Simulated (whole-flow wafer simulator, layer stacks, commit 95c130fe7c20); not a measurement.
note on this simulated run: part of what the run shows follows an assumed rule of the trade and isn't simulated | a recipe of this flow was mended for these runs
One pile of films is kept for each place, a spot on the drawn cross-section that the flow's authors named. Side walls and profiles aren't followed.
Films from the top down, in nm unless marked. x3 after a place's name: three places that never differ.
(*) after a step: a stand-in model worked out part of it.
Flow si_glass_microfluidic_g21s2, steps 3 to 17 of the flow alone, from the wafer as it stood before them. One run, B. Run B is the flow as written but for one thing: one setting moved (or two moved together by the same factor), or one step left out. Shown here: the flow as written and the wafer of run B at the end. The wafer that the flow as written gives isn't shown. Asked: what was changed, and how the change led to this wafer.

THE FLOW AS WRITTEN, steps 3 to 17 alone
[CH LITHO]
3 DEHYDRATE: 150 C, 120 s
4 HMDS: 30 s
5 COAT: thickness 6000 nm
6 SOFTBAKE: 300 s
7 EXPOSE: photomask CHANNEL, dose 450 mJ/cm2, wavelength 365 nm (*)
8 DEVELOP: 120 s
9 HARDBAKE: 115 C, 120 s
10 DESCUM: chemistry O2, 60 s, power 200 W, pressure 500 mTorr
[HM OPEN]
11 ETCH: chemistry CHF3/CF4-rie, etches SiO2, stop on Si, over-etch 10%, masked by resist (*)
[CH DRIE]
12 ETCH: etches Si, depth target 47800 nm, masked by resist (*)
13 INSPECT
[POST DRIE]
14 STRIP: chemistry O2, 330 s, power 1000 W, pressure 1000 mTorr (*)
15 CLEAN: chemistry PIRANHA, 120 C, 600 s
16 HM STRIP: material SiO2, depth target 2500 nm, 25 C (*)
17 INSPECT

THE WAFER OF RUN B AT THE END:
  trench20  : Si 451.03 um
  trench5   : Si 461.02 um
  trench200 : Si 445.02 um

The cause: step 11, ETCH: over-etch 6% was run, where the flow has over-etch 10%.

How the change led to this, step by step:
  11 ETCH: chemistry CHF3/CF4-rie, etches SiO2, stop on Si, over-etch 10%, masked by resist (*)
      trench20, trench5, trench200: SiO2 -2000 (all of it), Si -10 (as written it would be: SiO2 -2000 (all of it), Si -16.7)
      land: thick-i-line-resist -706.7 (as written it would be: thick-i-line-resist -733.3)
